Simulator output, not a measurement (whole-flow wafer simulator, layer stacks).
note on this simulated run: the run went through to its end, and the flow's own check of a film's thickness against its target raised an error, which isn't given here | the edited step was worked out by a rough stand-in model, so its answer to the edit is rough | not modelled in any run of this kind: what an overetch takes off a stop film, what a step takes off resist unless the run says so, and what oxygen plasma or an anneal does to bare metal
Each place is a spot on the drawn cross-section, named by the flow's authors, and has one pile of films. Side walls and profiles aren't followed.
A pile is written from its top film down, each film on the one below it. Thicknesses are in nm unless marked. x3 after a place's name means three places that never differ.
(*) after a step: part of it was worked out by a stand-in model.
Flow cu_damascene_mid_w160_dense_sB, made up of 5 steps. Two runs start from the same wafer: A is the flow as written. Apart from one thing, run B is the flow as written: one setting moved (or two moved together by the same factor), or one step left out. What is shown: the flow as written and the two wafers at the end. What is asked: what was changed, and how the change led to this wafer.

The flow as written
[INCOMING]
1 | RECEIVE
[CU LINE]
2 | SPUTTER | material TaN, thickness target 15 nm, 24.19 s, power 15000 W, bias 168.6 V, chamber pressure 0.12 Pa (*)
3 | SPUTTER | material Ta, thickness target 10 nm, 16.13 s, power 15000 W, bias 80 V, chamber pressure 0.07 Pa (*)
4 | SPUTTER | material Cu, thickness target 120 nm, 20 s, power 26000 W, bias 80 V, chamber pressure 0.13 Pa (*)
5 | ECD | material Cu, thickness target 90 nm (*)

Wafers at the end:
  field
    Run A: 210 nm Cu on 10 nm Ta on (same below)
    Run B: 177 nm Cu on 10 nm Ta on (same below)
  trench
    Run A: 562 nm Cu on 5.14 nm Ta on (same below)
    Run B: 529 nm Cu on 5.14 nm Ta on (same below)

What caused this: step 5, ECD: thickness target 57 nm was run, whereas the flow has thickness target 90 nm.

How this came from the change, step by step:
  5 | ECD | material Cu, thickness target 90 nm (*)
      field: A Cu gains 90 | B Cu gains 57
      trench: A Cu gains 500 | B Cu gains 467
